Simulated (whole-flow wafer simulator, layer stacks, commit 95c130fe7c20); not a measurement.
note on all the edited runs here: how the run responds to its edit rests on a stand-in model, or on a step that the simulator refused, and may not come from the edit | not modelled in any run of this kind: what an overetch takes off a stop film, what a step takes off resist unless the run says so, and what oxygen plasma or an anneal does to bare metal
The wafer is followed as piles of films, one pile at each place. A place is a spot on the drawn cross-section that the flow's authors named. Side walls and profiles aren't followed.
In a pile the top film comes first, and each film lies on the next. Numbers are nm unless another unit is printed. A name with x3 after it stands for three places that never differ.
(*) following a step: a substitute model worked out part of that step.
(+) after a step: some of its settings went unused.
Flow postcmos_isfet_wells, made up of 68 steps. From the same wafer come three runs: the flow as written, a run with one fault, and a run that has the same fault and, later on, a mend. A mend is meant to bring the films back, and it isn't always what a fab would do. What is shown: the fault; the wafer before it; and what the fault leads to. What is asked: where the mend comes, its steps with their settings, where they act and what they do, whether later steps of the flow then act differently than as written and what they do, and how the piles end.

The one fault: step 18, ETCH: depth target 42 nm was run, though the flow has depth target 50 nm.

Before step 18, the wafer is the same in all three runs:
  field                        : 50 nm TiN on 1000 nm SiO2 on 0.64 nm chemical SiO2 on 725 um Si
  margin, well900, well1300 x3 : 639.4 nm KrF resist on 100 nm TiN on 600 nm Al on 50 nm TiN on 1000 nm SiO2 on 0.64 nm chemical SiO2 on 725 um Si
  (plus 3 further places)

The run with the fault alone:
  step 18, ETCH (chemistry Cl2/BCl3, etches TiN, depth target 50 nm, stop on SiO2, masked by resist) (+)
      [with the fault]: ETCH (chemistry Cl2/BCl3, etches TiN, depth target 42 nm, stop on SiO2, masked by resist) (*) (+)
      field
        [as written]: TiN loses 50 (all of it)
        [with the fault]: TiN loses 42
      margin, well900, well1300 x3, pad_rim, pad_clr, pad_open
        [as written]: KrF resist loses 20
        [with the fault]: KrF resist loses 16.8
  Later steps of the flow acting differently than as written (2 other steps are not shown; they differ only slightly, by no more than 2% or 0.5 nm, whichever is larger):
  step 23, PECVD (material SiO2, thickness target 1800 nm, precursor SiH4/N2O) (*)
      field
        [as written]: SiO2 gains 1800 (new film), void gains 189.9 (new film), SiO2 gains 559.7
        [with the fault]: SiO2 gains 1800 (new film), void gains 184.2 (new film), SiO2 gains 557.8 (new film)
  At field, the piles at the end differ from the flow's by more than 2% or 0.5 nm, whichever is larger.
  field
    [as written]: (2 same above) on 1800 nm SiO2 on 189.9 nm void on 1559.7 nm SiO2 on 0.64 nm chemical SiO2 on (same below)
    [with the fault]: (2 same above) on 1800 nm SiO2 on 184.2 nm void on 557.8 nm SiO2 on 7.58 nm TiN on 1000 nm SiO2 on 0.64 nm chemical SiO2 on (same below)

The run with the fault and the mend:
  The mend follows step 18.
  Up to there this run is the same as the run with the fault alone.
  step 18a, ETCH (chemistry Cl2/BCl3, etches TiN, depth target 8 nm, stop on SiO2, masked by resist) (the flow's step 18, run once more with other settings)
      margin, well900, well1300 x3, pad_rim, pad_clr, pad_open
        KrF resist loses 3.2
      field
        TiN loses 8 (all of it)
  None of the later steps of the flow acts differently than as written at any place that is followed.
  By the end, the piles equal the flow's at every place that both follow.
